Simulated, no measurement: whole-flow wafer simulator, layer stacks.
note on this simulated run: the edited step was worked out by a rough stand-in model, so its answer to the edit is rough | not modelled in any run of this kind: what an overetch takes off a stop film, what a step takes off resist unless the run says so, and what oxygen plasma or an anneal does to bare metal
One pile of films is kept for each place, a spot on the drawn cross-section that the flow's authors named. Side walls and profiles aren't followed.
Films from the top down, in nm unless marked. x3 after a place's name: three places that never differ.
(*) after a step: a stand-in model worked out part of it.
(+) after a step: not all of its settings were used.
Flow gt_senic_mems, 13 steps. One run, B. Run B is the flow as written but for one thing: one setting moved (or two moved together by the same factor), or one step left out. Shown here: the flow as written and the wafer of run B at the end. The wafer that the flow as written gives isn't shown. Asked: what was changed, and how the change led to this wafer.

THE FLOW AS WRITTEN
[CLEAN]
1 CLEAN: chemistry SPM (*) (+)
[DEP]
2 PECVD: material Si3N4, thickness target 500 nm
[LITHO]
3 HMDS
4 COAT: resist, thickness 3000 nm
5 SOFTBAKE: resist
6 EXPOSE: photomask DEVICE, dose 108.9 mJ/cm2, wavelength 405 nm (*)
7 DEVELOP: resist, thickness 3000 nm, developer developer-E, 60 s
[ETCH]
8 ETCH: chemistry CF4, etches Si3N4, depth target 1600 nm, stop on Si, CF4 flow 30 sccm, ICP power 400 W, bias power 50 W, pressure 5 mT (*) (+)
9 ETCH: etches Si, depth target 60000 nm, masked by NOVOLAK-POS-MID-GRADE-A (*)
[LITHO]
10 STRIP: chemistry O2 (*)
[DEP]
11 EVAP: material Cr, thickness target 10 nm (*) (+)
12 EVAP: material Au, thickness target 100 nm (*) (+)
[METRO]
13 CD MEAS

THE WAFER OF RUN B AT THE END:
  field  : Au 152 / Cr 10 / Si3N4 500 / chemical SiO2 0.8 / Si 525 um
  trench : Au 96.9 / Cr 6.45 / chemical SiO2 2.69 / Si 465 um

The cause: step 12, EVAP: thickness target 152 nm was run, where the flow has thickness target 100 nm.
It can be read off the wafer: field has Au 152, and step 12 as written asks for 100 nm.

How the change led to this, step by step:
  12 EVAP: material Au, thickness target 100 nm (*) (+)
      field: Au +152 (new film) (as written it would be: Au +100 (new film))
      trench: Au +96.9 (new film) (as written it would be: Au +64.1 (new film))
